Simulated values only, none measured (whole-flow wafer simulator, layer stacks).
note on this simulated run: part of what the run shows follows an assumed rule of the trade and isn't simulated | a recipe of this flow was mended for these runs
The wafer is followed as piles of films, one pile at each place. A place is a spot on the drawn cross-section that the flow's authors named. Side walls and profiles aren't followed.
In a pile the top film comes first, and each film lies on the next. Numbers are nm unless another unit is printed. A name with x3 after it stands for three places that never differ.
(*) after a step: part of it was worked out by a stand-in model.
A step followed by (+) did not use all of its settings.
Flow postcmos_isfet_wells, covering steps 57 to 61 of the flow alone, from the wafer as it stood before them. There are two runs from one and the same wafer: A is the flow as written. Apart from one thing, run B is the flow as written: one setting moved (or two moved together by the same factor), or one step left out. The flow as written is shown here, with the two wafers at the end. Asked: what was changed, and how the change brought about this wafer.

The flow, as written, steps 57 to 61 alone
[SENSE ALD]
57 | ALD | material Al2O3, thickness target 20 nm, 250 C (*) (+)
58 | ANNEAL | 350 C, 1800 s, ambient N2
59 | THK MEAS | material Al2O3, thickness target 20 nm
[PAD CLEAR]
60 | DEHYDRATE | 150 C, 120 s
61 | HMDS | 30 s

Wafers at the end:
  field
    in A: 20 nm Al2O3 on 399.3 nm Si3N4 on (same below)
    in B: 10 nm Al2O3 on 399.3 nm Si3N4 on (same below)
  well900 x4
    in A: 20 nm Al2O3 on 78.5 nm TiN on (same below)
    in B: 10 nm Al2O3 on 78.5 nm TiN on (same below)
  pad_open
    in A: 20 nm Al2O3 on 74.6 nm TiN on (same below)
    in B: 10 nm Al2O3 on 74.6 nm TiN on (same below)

The reason: step 57, ALD: thickness target 10 nm was run, whereas the flow has thickness target 20 nm.
The wafer lets one read it off: field has Al2O3 10, and step 57 as written asks for 20 nm.

The path from the change to this, step by step:
  57 | ALD | material Al2O3, thickness target 20 nm, 250 C (*) (+)
      field, margin x3, well900 x4, pad_open: A +20 Al2O3 (new film) | B +10 Al2O3 (new film)
